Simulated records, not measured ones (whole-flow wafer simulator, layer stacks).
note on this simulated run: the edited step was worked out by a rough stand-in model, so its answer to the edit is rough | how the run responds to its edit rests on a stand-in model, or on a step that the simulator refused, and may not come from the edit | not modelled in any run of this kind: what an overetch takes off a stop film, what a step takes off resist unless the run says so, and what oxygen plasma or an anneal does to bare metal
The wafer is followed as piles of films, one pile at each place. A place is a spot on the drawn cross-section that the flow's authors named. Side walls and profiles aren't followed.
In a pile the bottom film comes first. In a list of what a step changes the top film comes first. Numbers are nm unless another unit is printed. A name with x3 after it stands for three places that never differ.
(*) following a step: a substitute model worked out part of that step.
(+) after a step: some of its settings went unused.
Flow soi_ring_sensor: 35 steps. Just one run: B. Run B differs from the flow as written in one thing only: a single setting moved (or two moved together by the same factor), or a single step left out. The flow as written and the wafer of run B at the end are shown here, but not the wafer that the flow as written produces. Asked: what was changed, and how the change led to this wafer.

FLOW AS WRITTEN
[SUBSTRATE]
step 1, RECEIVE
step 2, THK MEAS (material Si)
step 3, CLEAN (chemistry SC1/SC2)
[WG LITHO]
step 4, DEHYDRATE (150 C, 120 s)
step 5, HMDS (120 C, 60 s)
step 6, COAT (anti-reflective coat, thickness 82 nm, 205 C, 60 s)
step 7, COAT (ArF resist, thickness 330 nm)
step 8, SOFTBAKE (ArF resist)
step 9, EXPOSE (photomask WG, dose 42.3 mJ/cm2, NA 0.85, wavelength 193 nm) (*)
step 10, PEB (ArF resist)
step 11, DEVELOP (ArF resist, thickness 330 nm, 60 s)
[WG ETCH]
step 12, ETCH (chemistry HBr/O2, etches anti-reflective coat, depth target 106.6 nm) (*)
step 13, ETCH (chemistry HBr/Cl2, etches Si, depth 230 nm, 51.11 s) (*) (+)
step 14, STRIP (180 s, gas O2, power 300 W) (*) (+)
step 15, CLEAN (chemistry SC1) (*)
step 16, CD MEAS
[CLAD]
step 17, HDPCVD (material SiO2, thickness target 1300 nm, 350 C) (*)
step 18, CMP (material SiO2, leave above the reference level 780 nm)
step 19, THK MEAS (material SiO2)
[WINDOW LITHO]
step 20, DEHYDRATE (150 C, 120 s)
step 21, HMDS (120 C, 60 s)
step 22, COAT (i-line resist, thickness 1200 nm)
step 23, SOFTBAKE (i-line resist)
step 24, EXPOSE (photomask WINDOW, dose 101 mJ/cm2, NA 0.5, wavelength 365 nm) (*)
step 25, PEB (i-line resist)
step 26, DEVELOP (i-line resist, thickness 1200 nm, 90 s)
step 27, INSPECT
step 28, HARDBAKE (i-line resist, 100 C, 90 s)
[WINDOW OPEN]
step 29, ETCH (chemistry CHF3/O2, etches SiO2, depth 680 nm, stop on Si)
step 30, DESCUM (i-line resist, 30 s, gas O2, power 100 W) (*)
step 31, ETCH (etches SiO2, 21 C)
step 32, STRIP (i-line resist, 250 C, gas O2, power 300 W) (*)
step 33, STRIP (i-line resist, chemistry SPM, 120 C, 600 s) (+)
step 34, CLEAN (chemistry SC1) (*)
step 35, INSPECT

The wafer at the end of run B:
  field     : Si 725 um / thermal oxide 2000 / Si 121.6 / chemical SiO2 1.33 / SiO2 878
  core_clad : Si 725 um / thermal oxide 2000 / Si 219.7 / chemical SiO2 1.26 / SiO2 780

The reason: step 13, ETCH: depth 97.8 nm was run, though the flow has depth 230 nm; step 13, ETCH: 21.72 s was run, where the flow has 51.11 s.

How this came from the change, step by step:
  step 13, ETCH (chemistry HBr/Cl2, etches Si, depth 230 nm, 51.11 s) (*) (+)
      gap, window, field, gap_clad: Si loses 97.8 (in the flow as written it would be: Si loses 220 (all of it), thermal oxide loses 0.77)
      core, core_clad: ArF resist loses 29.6 (in the flow as written it would be: ArF resist loses 69.7)
  step 14, STRIP (180 s, gas O2, power 300 W) (*) (+)
      gap, window, field, gap_clad: chemical SiO2 gains 1.33 (new film), Si loses 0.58 (in the flow as written it would be: nothing)
      core, core_clad: ArF resist loses 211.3 (all of it), anti-reflective coat loses 82 (all of it), chemical SiO2 gains 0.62, Si loses 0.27 (in the flow as written it would be: ArF resist loses 171.2 (all of it), anti-reflective coat loses 82 (all of it), chemical SiO2 gains 0.63, Si loses 0.28)
  step 18, CMP (material SiO2, leave above the reference level 780 nm)
      gap, window, field, gap_clad: SiO2 loses 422 (in the flow as written it would be: SiO2 loses 298.2)
